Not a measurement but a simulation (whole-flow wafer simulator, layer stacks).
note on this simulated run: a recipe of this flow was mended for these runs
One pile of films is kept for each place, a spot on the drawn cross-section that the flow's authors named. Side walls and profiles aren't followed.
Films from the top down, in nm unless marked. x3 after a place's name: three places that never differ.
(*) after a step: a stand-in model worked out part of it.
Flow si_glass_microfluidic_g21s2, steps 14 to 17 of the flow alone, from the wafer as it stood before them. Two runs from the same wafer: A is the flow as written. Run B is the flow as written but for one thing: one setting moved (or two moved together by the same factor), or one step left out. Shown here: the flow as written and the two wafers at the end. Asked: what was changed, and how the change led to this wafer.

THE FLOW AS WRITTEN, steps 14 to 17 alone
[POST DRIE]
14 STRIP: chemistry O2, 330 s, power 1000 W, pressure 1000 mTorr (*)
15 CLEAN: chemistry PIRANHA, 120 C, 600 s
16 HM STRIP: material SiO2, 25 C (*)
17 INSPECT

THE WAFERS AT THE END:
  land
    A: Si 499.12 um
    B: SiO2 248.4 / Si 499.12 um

The cause: step 16, HM STRIP: 14 C was run, where the flow has 25 C.

How the change led to this, step by step:
  16 HM STRIP: material SiO2, 25 C (*)
      land: A SiO2 -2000 (all of it) | B SiO2 -1751.6
